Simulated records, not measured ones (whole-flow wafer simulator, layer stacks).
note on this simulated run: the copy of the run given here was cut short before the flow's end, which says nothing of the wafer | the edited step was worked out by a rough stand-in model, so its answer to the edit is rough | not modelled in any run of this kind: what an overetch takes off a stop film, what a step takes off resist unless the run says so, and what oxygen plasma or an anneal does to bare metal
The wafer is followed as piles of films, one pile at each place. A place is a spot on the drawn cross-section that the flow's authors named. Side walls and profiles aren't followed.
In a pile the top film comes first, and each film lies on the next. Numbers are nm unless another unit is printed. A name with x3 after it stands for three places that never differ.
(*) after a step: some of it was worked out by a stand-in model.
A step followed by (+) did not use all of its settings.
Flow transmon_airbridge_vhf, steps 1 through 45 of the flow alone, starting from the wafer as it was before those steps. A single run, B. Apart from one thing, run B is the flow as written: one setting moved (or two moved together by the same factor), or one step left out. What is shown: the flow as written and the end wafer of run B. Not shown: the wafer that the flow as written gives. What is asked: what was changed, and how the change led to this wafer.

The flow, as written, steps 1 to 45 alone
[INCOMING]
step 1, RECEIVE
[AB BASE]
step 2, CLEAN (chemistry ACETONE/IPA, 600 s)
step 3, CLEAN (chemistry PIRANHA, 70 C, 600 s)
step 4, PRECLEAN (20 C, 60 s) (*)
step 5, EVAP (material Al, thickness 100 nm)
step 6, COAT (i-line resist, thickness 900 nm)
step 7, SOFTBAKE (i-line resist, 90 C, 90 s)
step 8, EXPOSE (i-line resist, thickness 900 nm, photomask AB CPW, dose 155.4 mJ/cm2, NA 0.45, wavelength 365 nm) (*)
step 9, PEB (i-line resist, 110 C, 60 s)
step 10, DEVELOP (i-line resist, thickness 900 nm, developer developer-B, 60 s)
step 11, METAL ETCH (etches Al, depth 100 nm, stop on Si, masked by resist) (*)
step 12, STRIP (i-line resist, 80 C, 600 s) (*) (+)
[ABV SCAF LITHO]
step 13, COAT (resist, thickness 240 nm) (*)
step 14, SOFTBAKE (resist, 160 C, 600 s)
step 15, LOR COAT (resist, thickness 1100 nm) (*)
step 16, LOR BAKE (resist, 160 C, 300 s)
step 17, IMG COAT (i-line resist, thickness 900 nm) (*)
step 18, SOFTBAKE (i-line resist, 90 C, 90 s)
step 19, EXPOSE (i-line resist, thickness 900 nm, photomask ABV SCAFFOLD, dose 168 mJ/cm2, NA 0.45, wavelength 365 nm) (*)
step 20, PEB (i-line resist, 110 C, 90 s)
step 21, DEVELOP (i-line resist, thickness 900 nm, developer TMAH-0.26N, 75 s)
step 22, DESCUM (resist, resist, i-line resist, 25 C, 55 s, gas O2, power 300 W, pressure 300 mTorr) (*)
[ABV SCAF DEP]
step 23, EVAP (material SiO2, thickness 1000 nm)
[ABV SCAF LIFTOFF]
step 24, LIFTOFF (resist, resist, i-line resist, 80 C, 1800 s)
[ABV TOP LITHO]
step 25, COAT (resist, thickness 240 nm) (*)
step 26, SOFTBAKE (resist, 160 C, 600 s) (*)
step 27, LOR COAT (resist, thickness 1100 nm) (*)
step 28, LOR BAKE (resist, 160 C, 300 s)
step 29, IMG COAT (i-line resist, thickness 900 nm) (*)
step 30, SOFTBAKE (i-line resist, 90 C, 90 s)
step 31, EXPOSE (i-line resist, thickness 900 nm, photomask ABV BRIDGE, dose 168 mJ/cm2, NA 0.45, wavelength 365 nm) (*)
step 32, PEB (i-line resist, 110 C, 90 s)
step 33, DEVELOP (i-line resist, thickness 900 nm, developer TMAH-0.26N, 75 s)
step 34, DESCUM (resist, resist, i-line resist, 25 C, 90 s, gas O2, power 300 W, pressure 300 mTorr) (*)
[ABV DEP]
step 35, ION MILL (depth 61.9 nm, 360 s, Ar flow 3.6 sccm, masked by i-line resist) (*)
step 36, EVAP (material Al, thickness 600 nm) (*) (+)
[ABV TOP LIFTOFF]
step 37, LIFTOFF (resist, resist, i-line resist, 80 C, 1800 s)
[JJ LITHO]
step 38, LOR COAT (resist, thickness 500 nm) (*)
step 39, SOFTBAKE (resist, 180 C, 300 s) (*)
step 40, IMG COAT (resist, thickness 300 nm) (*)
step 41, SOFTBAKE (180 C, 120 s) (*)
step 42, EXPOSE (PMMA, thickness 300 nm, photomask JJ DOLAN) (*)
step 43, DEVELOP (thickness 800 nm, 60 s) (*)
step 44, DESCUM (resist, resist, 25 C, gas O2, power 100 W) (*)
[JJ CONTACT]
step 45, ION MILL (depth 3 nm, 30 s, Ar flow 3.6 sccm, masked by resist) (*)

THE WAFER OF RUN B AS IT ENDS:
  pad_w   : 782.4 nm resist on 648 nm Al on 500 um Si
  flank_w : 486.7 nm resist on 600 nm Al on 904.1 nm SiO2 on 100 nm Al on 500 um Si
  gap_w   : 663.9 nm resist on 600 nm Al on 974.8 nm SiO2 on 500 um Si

Cause: step 35, ION MILL: depth 43.3 nm was run, while the flow as written has depth 61.9 nm; step 35, ION MILL: 252 s was run, where the flow has 360 s.

Step by step, how the change led to this:
  step 35, ION MILL (depth 61.9 nm, 360 s, Ar flow 3.6 sccm, masked by i-line resist) (*)
      field x3, jj_line, ground_far, trace_open_s x2, margin_s, margin_n: -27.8 i-line resist (it would be, as written: -39.7 i-line resist)
      flank_w, gap_w, cpw_trace, gap_e, flank_e, bridge_strip: -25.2 SiO2 (it would be, as written: -36 SiO2)
      (as well as at 2 more places)
  step 37, LIFTOFF (resist, resist, i-line resist, 80 C, 1800 s)
      margin_s, margin_n: -600 Al (all of it), -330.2 i-line resist (all of it), -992 resist (all of it) (it would be, as written: -600 Al (all of it), -318.3 i-line resist (all of it), -992 resist (all of it))
